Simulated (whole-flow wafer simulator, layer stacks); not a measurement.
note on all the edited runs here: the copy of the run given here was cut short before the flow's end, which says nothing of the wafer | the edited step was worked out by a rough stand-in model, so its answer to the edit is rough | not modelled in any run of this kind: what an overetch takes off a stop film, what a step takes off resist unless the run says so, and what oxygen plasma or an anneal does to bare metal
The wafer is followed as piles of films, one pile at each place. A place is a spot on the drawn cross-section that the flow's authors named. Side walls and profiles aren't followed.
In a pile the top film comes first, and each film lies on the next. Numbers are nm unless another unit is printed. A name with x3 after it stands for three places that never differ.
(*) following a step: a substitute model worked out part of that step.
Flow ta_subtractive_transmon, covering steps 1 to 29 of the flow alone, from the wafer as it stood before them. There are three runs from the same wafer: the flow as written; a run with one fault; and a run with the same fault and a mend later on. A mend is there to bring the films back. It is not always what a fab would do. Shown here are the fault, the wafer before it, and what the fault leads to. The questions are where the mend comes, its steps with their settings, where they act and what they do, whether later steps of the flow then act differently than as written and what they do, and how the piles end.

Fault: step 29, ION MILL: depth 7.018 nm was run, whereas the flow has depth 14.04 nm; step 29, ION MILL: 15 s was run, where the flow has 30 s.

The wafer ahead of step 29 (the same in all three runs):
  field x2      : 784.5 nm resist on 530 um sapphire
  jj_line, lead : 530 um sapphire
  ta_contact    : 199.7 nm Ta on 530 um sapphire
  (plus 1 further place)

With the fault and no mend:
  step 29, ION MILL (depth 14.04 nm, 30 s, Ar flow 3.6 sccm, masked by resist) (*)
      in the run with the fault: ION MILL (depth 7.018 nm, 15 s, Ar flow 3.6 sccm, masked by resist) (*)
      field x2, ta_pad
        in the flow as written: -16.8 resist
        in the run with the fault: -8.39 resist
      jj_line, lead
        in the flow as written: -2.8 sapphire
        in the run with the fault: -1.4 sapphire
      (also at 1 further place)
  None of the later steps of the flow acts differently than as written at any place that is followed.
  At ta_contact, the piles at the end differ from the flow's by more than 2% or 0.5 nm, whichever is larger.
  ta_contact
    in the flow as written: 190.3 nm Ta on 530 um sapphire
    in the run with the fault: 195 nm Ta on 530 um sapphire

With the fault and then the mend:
  The mend follows step 29.
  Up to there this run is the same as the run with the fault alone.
  step 29a, ION MILL (depth 7.018 nm, 15 s, Ar flow 3.6 sccm, masked by resist) (*) (the flow's step 29 again, with other settings)
      field x2, ta_pad
        -8.39 resist
      jj_line, lead
        -1.4 sapphire
      ta_contact
        -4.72 Ta
  None of the later steps of the flow acts differently than as written at any place that is followed.
  By the end, the piles equal the flow's at every place that both follow.
